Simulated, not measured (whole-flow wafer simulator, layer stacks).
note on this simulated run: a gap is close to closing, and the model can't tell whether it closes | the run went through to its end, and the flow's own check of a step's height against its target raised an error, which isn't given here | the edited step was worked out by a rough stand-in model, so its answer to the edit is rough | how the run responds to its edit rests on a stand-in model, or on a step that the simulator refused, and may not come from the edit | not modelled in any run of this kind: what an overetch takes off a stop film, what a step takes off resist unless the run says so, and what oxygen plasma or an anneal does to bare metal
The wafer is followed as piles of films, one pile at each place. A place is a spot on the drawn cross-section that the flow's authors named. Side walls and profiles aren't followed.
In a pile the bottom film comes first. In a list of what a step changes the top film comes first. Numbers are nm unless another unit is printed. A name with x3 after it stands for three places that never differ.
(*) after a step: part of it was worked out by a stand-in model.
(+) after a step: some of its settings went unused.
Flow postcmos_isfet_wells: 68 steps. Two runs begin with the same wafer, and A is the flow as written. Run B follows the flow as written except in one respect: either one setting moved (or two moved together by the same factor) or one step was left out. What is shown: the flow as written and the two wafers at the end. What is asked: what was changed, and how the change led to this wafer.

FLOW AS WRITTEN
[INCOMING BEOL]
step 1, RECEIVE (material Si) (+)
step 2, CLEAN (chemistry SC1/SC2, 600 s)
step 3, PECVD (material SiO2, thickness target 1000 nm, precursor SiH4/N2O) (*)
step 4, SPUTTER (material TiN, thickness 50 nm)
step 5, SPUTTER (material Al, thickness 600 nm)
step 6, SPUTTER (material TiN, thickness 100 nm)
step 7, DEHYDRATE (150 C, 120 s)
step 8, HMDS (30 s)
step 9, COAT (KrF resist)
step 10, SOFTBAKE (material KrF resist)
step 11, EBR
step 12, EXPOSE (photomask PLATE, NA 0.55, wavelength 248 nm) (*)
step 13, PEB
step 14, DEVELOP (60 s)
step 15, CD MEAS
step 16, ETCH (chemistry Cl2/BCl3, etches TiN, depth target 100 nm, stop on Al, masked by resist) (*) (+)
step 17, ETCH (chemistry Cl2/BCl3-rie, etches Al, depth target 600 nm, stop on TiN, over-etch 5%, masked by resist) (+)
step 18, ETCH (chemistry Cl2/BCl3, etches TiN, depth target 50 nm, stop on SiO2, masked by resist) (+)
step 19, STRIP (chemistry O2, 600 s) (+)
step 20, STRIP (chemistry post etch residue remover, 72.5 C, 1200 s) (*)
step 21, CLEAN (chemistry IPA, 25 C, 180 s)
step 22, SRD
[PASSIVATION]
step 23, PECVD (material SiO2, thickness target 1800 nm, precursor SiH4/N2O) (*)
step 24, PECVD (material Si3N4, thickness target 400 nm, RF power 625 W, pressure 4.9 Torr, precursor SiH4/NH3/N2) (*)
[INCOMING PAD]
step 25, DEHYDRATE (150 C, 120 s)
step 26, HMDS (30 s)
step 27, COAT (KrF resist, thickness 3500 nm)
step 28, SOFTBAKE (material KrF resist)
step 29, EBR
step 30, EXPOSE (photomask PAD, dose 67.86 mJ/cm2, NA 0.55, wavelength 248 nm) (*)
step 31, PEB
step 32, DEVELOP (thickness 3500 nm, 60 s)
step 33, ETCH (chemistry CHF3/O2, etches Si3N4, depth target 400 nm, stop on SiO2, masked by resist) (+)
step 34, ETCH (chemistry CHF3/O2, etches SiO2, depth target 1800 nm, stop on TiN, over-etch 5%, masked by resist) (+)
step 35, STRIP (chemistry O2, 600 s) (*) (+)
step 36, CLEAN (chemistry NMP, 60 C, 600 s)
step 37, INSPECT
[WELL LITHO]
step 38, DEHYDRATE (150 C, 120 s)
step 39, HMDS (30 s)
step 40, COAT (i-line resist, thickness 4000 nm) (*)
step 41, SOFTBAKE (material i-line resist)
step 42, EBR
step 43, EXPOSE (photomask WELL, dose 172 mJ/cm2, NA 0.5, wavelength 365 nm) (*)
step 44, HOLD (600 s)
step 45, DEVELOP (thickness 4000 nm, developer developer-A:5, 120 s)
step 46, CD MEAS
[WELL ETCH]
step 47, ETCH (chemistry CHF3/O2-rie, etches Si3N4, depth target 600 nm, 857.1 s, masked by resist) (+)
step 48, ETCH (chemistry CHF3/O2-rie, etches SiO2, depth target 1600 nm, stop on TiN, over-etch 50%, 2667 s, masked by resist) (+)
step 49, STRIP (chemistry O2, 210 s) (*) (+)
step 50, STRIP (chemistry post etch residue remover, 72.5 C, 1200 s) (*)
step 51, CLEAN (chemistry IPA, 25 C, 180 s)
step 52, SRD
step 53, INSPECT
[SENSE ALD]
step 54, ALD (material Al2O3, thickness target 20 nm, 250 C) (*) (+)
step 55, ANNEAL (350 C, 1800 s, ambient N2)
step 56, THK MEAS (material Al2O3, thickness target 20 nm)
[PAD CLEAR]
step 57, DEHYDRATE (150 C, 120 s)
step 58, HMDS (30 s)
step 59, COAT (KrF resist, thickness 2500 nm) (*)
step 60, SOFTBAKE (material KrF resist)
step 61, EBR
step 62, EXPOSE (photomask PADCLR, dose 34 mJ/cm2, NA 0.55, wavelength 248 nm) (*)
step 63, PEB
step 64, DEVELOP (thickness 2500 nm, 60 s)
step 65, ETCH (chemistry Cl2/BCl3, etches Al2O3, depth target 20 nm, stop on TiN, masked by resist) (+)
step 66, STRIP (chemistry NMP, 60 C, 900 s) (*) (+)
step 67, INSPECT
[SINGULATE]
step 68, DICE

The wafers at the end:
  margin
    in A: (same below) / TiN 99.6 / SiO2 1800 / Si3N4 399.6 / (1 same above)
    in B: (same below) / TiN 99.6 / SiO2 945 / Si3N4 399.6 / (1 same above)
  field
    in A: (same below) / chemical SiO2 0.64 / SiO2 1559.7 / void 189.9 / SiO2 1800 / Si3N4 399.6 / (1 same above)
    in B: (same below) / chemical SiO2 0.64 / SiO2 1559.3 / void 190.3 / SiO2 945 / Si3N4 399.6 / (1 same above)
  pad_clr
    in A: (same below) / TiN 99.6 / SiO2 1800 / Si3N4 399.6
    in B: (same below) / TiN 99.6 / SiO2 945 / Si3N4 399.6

What caused this: step 23, PECVD: thickness target 945 nm was run, whereas the flow has thickness target 1800 nm.
The wafer itself shows it: margin has SiO2 945, and step 23 as written asks for 1800 nm.

The path from the change to this, step by step:
  step 23, PECVD (material SiO2, thickness target 1800 nm, precursor SiH4/N2O) (*)
      margin, well900, well1300 x3, pad_rim, pad_clr, pad_open: A SiO2 gains 1800 (new film) | B SiO2 gains 945 (new film)
      field: A SiO2 gains 1800 (new film), void gains 189.9 (new film), SiO2 gains 559.7 | B SiO2 gains 945 (new film), void gains 190.3 (new film), SiO2 gains 559.3
  step 34, ETCH (chemistry CHF3/O2, etches SiO2, depth target 1800 nm, stop on TiN, over-etch 5%, masked by resist) (+)
      field, margin, well900, well1300 x3, pad_rim, pad_clr: A KrF resist loses 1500 | B KrF resist loses 826.9
      pad_open: A SiO2 loses 1800 (all of it) | B SiO2 loses 945 (all of it)
  step 35, STRIP (chemistry O2, 600 s) (*) (+)
      field, margin, well900, well1300 x3, pad_rim, pad_clr: A KrF resist loses 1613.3 (all of it) | B KrF resist loses 2286.4 (all of it)
  step 40, COAT (i-line resist, thickness 4000 nm) (*)
      pad_clr: A i-line resist gains 3256.8 (new film) | B i-line resist gains 3530.5 (new film)
      pad_open: A i-line resist gains 4804.7 (new film) | B i-line resist gains 4496 (new film)
  step 41, SOFTBAKE (material i-line resist)
      pad_clr: A i-line resist loses 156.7 | B i-line resist loses 78.2
      pad_open: A i-line resist gains 115.3 | B i-line resist gains 74.5
  step 48, ETCH (chemistry CHF3/O2-rie, etches SiO2, depth target 1600 nm, stop on TiN, over-etch 50%, 2667 s, masked by resist) (+)
      well900, well1300 x3: A SiO2 loses 1600 (all of it) | B SiO2 loses 745 (all of it)
  step 49, STRIP (chemistry O2, 210 s) (*) (+)
      pad_clr: A i-line resist loses 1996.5 (all of it) | B i-line resist loses 2348.6 (all of it)
      pad_open: A i-line resist loses 3816.3 (all of it) | B i-line resist loses 3466.9 (all of it)
  step 59, COAT (KrF resist, thickness 2500 nm) (*)
      field: A KrF resist gains 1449 (new film) | B KrF resist gains 1857.4 (new film)
      margin: A KrF resist gains 1448.9 (new film) | B KrF resist gains 1857.4 (new film)
      (as well as at 3 more places)
  step 60, SOFTBAKE (material KrF resist)
      pad_clr: A KrF resist loses 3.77 | B KrF resist loses 2.54
  step 63, PEB
      field, margin: A KrF resist loses 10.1 | B KrF resist loses 13
      pad_rim: A KrF resist loses 13.9 | B KrF resist loses 15.3
      (as well as at 2 more places)
  step 64, DEVELOP (thickness 2500 nm, 60 s)
      pad_clr: A KrF resist loses 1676 (all of it) | B KrF resist loses 1970.8 (all of it)
      pad_open: A KrF resist loses 3045.1 (all of it) | B KrF resist loses 2828.1 (all of it)
  step 66, STRIP (chemistry NMP, 60 C, 900 s) (*) (+)
      field, margin: A KrF resist loses 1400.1 (all of it) | B KrF resist loses 1805.6 (all of it)
      pad_rim: A KrF resist loses 1923.7 (all of it) | B KrF resist loses 2120.3 (all of it)
